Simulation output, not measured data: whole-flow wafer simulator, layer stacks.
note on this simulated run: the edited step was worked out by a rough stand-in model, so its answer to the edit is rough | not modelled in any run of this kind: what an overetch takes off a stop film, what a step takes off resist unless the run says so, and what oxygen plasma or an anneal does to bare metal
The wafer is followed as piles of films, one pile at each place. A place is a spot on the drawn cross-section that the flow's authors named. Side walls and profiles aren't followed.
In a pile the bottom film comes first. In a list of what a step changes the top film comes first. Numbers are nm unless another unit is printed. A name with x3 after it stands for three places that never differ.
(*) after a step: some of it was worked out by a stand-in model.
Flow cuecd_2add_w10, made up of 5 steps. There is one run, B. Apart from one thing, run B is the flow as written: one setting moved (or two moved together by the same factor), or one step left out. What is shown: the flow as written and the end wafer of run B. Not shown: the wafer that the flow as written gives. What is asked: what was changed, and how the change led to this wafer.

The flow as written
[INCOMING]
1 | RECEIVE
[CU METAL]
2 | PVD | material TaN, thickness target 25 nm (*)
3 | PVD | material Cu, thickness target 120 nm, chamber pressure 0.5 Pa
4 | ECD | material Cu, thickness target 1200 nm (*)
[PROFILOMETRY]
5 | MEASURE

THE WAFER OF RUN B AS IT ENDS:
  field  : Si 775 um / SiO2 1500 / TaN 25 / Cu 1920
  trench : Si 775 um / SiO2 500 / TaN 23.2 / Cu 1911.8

The reason: step 4, ECD: thickness target 1800 nm was run, though the flow has thickness target 1200 nm.

Step by step, how the change led to this:
  4 | ECD | material Cu, thickness target 1200 nm (*)
      field, trench: +1800 Cu (it would be, as written: +1200 Cu)
